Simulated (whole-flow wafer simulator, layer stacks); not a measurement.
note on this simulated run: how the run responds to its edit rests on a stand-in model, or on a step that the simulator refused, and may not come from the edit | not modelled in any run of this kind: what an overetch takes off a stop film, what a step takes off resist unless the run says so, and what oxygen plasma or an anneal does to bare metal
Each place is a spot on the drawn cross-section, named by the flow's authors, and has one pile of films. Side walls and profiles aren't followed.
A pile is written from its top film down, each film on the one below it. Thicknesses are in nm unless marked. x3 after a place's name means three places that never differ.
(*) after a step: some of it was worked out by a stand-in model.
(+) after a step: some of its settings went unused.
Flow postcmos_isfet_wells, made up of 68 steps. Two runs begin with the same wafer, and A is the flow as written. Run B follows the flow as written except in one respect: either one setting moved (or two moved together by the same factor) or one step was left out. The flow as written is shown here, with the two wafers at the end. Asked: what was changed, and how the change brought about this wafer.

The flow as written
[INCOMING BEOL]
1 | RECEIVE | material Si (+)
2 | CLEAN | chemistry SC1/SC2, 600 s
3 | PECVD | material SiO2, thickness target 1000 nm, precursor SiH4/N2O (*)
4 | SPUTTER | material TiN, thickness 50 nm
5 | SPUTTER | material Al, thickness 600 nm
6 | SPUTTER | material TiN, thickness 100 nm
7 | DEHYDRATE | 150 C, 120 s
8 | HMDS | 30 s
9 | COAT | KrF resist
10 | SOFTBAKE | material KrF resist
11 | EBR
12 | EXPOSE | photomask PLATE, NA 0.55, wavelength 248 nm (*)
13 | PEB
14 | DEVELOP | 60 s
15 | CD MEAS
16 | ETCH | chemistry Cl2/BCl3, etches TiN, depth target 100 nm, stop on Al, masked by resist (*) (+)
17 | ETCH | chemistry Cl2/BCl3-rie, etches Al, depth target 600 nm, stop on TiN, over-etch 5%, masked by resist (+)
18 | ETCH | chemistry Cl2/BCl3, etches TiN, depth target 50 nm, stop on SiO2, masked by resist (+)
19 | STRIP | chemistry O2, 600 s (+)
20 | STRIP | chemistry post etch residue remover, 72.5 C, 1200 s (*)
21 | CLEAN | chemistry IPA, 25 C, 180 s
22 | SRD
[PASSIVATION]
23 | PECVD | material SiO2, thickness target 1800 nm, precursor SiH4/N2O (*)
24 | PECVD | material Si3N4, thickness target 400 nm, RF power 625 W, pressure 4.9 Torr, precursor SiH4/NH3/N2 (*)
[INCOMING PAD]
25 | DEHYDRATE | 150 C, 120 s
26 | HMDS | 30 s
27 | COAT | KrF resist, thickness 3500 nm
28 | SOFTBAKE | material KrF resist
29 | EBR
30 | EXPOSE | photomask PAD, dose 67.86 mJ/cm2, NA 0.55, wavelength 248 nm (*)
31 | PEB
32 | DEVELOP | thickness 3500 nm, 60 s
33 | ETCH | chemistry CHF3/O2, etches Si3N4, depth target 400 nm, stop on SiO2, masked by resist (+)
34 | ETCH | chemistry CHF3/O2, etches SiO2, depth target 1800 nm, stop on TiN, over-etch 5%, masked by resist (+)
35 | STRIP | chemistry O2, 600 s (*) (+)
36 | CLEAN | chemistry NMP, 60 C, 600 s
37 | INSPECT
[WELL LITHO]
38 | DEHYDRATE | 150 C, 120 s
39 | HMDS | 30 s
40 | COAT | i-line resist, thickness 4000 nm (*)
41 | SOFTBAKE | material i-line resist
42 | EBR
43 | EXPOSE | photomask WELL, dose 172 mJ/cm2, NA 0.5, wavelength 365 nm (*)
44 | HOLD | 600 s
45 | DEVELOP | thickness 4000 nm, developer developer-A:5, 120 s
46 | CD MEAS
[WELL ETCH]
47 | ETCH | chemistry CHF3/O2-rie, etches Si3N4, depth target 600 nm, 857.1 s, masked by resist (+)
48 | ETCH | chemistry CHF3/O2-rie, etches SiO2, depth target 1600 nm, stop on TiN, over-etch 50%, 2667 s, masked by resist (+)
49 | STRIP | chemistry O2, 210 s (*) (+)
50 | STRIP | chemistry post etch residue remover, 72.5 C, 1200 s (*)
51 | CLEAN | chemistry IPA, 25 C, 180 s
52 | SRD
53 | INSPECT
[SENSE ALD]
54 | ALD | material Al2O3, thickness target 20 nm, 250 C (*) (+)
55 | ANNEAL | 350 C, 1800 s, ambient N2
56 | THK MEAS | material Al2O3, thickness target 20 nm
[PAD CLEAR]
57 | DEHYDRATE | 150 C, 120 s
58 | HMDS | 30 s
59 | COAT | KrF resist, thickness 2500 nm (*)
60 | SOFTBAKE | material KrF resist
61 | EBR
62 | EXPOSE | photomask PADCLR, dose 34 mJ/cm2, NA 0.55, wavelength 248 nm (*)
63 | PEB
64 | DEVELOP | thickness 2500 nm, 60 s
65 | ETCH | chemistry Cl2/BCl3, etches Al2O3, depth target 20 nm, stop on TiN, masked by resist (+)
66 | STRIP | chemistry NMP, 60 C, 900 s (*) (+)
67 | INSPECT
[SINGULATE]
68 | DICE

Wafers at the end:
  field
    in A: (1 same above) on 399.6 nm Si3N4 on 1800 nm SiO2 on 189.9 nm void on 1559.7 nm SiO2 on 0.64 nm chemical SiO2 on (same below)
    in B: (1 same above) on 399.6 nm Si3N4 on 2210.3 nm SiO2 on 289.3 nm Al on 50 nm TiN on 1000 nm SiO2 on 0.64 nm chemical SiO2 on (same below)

Cause: step 17, ETCH: depth target 255 nm was run, while the flow as written has depth target 600 nm.

Step by step, how the change led to this:
  17 | ETCH | chemistry Cl2/BCl3-rie, etches Al, depth target 600 nm, stop on TiN, over-etch 5%, masked by resist (+)
      field: A -600 Al (all of it) | B -255 Al
      margin, well900, well1300 x3, pad_rim, pad_clr, pad_open: A -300 KrF resist | B -127.5 KrF resist
  18 | ETCH | chemistry Cl2/BCl3, etches TiN, depth target 50 nm, stop on SiO2, masked by resist (+)
      field: A -50 TiN (all of it) | B -50 Al
  19 | STRIP | chemistry O2, 600 s (+)
      margin, well900, well1300 x3, pad_rim, pad_clr, pad_open: A -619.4 KrF resist (all of it) | B -791.9 KrF resist (all of it)
  20 | STRIP | chemistry post etch residue remover, 72.5 C, 1200 s (*)
      field: A nothing | B -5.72 Al
  23 | PECVD | material SiO2, thickness target 1800 nm, precursor SiH4/N2O (*)
      field: A +1800 SiO2 (new film), +189.9 void (new film), +559.7 SiO2 | B +2210.3 SiO2 (new film)
With metal films that touch counted as one body, field has 1 body; the flow as written gives 0 bodies.
